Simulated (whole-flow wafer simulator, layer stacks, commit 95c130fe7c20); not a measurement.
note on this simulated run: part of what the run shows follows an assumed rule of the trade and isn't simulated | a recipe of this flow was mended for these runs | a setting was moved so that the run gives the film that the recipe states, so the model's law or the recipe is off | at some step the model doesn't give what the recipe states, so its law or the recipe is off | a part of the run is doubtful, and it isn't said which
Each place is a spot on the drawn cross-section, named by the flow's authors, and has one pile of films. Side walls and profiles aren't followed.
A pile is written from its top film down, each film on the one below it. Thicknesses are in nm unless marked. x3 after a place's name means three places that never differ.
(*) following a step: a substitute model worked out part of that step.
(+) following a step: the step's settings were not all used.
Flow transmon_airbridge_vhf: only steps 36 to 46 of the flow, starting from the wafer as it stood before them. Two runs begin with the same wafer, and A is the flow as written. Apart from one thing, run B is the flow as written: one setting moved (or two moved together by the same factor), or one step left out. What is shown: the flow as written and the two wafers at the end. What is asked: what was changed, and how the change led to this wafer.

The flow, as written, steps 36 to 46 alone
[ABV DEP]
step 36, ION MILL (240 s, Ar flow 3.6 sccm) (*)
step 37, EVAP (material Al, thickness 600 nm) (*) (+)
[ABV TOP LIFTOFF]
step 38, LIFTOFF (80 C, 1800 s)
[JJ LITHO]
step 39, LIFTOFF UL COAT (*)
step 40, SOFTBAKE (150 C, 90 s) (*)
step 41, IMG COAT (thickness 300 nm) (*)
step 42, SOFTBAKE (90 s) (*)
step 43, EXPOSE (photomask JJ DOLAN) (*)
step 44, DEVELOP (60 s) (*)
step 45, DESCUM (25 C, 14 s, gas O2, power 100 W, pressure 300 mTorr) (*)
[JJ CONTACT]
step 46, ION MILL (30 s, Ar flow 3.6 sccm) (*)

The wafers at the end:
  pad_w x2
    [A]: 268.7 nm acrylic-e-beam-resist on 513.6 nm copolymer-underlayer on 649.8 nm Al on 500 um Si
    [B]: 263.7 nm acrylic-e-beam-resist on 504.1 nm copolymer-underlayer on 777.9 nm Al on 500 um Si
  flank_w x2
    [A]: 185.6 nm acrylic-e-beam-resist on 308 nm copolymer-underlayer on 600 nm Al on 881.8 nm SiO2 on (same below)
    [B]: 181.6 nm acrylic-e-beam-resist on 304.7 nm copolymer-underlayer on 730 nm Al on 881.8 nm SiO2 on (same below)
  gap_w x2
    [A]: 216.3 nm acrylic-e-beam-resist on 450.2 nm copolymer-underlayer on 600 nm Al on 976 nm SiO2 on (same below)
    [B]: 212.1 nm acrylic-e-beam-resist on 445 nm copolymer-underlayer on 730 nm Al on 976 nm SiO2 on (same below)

What caused this: step 37, EVAP: thickness 730 nm was run, whereas the flow has thickness 600 nm.
The wafer lets one read it off: flank_w x2 has Al 730, and step 37 as written asks for 600 nm.

How this came from the change, step by step:
  step 37, EVAP (material Al, thickness 600 nm) (*) (+)
      field x3, jj_line, ground_far and 10 more: A +600 Al (new film) | B +730 Al (new film)
      pad_w x2: A +591.1 Al | B +719.2 Al
  step 38, LIFTOFF (80 C, 1800 s)
      field x3, jj_line, trace_open_s x2: A -600 Al (all of it), -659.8 i-line-resist (all of it), -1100 lift-off-underlayer (all of it), -240 acrylic-e-beam-resist (all of it) | B -730 Al (all of it), -659.8 i-line-resist (all of it), -1100 lift-off-underlayer (all of it), -240 acrylic-e-beam-resist (all of it)
      margin_s, margin_n: A -600 Al (all of it), -378.2 i-line-resist (all of it), -823.4 lift-off-underlayer (all of it), -168.6 acrylic-e-beam-resist (all of it) | B -730 Al (all of it), -378.2 i-line-resist (all of it), -823.4 lift-off-underlayer (all of it), -168.6 acrylic-e-beam-resist (all of it)
      (and at 1 other place as well)
  step 39, LIFTOFF UL COAT (*)
      margin_s, margin_n: A +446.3 copolymer-underlayer (new film) | B +456 copolymer-underlayer (new film)
      bridge_strip: A +355.1 copolymer-underlayer (new film) | B +343.5 copolymer-underlayer (new film)
  step 41, IMG COAT (thickness 300 nm) (*)
      bridge_strip: A +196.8 acrylic-e-beam-resist (new film) | B +189 acrylic-e-beam-resist (new film)
